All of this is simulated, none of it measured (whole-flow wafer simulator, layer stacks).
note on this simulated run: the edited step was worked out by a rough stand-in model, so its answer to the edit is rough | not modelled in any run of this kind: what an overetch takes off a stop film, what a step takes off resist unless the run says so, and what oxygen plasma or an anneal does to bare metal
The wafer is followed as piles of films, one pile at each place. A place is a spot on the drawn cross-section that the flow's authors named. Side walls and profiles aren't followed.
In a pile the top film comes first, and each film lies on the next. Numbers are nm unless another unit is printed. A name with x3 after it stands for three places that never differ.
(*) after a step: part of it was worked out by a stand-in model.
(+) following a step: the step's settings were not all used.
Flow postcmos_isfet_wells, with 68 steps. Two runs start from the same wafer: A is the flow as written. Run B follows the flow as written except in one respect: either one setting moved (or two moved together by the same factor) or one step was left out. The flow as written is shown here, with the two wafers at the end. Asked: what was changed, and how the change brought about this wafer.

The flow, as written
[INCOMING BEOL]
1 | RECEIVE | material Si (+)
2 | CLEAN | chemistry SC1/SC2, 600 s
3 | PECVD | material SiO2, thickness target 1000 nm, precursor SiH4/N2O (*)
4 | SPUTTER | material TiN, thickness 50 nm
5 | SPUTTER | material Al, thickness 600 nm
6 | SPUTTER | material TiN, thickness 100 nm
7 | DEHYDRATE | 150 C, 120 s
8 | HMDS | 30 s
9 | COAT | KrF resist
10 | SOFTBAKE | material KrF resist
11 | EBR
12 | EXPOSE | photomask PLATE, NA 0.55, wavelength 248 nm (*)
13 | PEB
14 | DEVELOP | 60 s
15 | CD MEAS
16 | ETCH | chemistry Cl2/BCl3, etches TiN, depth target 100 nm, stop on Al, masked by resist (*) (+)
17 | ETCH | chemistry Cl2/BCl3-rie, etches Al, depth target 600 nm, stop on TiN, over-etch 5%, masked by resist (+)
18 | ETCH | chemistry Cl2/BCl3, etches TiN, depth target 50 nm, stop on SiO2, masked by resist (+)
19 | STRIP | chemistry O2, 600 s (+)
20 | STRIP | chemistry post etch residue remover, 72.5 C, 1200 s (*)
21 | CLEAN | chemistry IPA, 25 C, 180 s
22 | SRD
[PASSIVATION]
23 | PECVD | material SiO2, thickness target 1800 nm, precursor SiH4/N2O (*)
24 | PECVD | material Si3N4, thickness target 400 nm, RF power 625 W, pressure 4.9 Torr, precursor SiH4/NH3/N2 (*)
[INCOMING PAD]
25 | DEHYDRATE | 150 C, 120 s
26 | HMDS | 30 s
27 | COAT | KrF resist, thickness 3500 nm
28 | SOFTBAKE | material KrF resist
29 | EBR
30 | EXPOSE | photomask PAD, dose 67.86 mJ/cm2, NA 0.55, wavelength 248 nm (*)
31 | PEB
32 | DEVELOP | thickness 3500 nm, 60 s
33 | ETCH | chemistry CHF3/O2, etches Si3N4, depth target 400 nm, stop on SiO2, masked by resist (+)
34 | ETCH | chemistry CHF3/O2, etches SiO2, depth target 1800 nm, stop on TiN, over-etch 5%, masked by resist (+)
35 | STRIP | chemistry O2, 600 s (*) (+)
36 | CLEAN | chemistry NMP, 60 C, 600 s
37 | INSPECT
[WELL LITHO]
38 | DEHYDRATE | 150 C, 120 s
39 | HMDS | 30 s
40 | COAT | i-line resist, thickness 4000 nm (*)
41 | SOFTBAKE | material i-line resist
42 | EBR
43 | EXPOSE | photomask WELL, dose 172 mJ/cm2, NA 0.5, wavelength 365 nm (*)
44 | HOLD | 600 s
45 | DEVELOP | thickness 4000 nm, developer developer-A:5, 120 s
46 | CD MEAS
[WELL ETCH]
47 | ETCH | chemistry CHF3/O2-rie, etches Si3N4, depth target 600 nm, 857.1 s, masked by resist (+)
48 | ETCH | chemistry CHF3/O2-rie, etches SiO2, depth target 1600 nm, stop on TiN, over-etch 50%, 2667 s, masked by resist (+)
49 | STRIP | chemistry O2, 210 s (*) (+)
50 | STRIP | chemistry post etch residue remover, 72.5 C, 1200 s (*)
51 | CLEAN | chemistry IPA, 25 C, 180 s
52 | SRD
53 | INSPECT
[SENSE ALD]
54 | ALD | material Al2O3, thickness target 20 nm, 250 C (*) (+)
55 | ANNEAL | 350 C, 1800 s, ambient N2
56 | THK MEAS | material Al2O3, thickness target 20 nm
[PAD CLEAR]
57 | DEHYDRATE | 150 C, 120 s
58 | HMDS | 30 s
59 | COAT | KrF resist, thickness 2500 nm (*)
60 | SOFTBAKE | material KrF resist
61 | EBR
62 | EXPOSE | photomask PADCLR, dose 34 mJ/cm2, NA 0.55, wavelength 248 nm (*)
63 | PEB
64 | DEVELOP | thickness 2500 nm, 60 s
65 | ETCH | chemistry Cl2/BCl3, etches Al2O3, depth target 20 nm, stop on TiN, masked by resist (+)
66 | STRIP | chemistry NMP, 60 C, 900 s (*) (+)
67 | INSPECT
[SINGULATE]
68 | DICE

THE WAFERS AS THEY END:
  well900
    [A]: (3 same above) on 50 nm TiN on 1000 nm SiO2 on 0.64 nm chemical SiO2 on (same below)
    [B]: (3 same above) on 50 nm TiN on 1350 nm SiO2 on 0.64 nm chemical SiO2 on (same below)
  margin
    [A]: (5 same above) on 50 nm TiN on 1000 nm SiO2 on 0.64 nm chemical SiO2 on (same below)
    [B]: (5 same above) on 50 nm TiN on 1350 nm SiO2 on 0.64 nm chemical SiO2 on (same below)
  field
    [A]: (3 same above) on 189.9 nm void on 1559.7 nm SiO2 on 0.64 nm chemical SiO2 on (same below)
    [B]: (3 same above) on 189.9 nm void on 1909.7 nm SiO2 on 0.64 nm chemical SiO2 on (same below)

The reason: step 3, PECVD: thickness target 1350 nm was run, whereas the flow has thickness target 1000 nm.
The wafer itself shows it: well900 has SiO2 1350, and step 3 as written asks for 1000 nm.

How this came from the change, step by step:
  3 | PECVD | material SiO2, thickness target 1000 nm, precursor SiH4/N2O (*)
      field, margin, well900, well1300 x3, pad_rim, pad_clr, pad_open: A +1000 SiO2 (new film) | B +1350 SiO2 (new film)
